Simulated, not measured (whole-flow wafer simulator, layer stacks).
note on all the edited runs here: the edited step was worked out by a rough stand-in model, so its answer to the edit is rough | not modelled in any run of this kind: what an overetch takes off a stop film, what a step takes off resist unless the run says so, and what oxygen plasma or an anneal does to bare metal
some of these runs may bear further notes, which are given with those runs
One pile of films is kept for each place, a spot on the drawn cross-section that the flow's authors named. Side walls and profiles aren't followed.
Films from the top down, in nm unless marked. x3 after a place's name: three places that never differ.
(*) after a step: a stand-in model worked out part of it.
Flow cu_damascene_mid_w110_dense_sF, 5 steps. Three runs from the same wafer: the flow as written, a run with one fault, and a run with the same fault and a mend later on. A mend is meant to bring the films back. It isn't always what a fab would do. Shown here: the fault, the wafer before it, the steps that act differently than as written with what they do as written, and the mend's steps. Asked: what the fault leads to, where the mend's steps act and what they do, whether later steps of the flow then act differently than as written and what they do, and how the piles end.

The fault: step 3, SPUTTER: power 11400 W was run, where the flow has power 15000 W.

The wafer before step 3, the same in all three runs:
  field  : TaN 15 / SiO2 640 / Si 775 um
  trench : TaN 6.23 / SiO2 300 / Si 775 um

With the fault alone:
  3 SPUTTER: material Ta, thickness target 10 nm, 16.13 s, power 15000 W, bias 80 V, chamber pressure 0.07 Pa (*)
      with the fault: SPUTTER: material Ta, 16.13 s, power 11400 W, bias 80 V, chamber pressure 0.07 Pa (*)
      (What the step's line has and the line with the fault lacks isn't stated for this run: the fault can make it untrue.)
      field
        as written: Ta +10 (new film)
        with the fault: Ta +7.6 (new film)
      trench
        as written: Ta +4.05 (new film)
        with the fault: Ta +2.92 (new film)
  No later step of the flow acts differently than as written, at any place that is followed, by more than 2% or 0.5 nm, whichever is larger.
  At the end the piles differ from the flow's by more than 2% or 0.5 nm, whichever is larger, at field, trench.
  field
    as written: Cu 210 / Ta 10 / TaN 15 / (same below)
    with the fault: Cu 210 / Ta 7.6 / TaN 15 / (same below)
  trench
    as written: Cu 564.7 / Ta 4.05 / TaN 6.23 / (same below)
    with the fault: Cu 563.5 / Ta 2.92 / TaN 6.23 / (same below)

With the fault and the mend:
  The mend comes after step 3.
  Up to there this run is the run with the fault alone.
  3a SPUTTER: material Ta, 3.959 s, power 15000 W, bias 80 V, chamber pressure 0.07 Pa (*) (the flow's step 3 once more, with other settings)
      field
        Ta +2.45
      trench
        Ta +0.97
  No later step of the flow acts differently than as written, at any place that is followed, by more than 2% or 0.5 nm, whichever is larger.
  At the end the piles differ from the flow's only slightly at the places that both follow, by at most 2% or 0.5 nm, whichever is larger.
